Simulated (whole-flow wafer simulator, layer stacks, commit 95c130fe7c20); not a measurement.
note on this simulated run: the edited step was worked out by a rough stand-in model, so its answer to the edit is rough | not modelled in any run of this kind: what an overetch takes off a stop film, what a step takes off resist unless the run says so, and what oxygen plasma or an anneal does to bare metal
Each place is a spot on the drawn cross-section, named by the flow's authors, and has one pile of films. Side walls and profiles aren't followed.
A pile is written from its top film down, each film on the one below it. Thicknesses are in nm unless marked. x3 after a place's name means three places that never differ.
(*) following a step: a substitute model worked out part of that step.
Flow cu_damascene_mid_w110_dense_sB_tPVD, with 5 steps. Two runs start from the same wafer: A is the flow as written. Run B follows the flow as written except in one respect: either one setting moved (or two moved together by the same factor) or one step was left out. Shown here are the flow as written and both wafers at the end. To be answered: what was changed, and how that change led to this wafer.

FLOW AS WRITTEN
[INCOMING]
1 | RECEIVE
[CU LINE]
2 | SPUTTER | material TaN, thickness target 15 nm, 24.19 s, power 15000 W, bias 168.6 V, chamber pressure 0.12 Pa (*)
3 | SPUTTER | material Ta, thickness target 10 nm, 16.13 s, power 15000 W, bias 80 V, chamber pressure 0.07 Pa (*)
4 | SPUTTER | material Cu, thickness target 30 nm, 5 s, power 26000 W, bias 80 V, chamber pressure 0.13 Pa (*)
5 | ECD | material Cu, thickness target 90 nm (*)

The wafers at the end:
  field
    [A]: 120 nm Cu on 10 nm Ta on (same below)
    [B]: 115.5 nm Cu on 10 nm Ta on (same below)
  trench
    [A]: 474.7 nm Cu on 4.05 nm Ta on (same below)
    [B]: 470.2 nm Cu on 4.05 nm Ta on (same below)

Cause: step 5, ECD: thickness target 85.5 nm was run, though the flow has thickness target 90 nm.

Step by step, how the change led to this:
  5 | ECD | material Cu, thickness target 90 nm (*)
      field: A Cu gains 90 | B Cu gains 85.5
